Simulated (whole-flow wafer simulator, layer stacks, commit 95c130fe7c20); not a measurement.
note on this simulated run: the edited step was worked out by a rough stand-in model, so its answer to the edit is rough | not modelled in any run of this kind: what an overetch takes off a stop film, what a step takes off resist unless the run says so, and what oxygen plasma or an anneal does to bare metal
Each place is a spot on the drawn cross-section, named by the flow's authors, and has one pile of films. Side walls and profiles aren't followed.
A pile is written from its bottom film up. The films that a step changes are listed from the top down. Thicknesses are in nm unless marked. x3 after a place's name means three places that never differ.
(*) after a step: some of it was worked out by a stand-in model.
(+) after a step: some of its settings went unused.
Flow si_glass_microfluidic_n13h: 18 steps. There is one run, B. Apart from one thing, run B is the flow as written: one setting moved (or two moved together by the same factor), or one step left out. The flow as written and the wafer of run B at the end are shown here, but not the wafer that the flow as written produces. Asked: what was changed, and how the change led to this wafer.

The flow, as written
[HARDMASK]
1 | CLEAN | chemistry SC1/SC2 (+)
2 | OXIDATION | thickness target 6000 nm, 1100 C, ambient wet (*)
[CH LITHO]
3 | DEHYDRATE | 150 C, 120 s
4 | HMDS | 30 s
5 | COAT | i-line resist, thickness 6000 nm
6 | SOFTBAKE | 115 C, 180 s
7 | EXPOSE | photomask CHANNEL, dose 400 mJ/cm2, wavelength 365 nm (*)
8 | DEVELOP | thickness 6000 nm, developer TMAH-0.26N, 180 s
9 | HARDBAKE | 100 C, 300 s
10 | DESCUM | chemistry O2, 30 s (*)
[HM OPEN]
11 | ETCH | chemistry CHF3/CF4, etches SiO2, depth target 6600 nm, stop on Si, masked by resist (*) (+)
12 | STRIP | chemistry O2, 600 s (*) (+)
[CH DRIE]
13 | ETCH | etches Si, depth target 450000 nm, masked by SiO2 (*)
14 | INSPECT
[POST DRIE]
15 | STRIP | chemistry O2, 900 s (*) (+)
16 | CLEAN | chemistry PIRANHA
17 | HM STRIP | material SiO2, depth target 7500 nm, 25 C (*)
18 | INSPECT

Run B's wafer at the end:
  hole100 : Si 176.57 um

What caused this: step 13, ETCH: depth target 360000 nm was run, though the flow has depth target 450000 nm.

Step by step, how the change led to this:
  13 | ETCH | etches Si, depth target 450000 nm, masked by SiO2 (*)
      land: -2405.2 SiO2 (as written it would have been: -3004.3 SiO2)
      hole100: -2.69 chemical SiO2 (all of it), -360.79 um Si (as written it would have been: -2.69 chemical SiO2 (all of it), -450.64 um Si)
  17 | HM STRIP | material SiO2, depth target 7500 nm, 25 C (*)
      land: -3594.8 SiO2 (all of it) (as written it would have been: -2995.7 SiO2 (all of it))
